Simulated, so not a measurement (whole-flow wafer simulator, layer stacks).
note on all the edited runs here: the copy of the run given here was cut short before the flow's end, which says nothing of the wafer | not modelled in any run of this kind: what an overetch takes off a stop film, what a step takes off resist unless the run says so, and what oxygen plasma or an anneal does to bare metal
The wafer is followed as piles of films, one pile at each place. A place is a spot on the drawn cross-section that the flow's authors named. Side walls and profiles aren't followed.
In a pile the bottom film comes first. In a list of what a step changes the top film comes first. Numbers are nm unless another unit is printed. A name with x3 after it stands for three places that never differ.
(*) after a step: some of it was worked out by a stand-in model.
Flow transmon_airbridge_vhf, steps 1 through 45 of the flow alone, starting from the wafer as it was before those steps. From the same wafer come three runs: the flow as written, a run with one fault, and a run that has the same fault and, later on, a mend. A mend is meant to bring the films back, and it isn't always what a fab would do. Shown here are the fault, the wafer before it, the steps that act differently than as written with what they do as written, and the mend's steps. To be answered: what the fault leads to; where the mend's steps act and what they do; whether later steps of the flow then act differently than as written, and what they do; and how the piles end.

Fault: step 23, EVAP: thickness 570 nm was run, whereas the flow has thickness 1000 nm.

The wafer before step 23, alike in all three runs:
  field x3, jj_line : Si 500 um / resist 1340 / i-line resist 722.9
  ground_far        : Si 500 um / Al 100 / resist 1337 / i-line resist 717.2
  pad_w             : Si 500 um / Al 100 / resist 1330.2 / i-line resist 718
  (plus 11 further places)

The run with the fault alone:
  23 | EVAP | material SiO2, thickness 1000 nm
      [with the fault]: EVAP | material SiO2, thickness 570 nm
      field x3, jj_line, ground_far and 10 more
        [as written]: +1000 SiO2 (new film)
        [with the fault]: +570 SiO2 (new film)
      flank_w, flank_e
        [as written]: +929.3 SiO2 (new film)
        [with the fault]: +529.7 SiO2 (new film)
  Steps further on in the flow that do not act as written (not shown: 2 more steps that differ only slightly, by at most 2% or 0.5 nm, whichever is larger):
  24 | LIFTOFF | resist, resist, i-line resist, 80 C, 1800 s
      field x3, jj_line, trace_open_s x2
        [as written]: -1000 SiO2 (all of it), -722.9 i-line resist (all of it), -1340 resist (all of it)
        [with the fault]: -570 SiO2 (all of it), -722.9 i-line resist (all of it), -1340 resist (all of it)
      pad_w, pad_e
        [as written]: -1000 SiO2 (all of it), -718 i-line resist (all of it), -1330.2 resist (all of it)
        [with the fault]: -570 SiO2 (all of it), -718 i-line resist (all of it), -1330.2 resist (all of it)
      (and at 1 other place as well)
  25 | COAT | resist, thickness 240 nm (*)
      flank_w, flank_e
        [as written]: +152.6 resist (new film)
        [with the fault]: +168.2 resist (new film)
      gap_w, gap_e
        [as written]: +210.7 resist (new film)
        [with the fault]: +228.9 resist (new film)
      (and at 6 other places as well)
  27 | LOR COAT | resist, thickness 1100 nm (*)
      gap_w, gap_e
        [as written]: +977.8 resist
        [with the fault]: +1038.6 resist
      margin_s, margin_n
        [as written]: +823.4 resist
        [with the fault]: +932 resist
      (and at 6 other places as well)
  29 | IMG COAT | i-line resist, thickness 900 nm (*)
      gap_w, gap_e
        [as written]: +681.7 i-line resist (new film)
        [with the fault]: +787 i-line resist (new film)
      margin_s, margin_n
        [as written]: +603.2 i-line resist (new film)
        [with the fault]: +738.2 i-line resist (new film)
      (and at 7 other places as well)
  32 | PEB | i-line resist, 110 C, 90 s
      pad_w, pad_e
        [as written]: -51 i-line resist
        [with the fault]: -48.9 i-line resist
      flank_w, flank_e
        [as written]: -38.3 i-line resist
        [with the fault]: -42.5 i-line resist
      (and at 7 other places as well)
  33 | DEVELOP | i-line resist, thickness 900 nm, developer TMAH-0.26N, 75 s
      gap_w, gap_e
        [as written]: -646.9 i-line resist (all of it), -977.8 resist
        [with the fault]: -746.7 i-line resist (all of it), -1038.6 resist
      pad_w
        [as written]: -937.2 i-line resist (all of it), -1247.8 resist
        [with the fault]: -899.9 i-line resist (all of it), -1180.2 resist
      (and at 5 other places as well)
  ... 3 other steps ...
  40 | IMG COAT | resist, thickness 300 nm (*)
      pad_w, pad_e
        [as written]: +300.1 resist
        [with the fault]: +288.8 resist
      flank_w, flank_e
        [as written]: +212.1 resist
        [with the fault]: +222.3 resist
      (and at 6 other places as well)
  The piles end different from the flow's at pad_w, flank_w, gap_w and 7 more by more than 2% or 0.5 nm, whichever is larger.
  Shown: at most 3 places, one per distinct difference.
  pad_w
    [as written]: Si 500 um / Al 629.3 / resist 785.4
    [with the fault]: Si 500 um / Al 629.7 / resist 750.9
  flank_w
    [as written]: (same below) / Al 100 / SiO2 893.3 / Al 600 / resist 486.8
    [with the fault]: (same below) / Al 100 / SiO2 493.7 / Al 600 / resist 549.6
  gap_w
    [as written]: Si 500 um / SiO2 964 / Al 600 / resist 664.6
    [with the fault]: Si 500 um / SiO2 534 / Al 600 / resist 702.2

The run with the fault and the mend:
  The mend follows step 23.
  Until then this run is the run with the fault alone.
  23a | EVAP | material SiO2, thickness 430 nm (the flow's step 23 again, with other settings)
      field x3, jj_line, ground_far and 10 more
        +430 SiO2
      flank_w, flank_e
        +400.1 SiO2
  None of the later steps of the flow differs from how it acts as written, at any place that is followed, by more than 2% or 0.5 nm, whichever is larger.
  When the end is reached, the piles differ only a little from the flow's at the places that both follow, at most by 2% or 0.5 nm, whichever is larger.
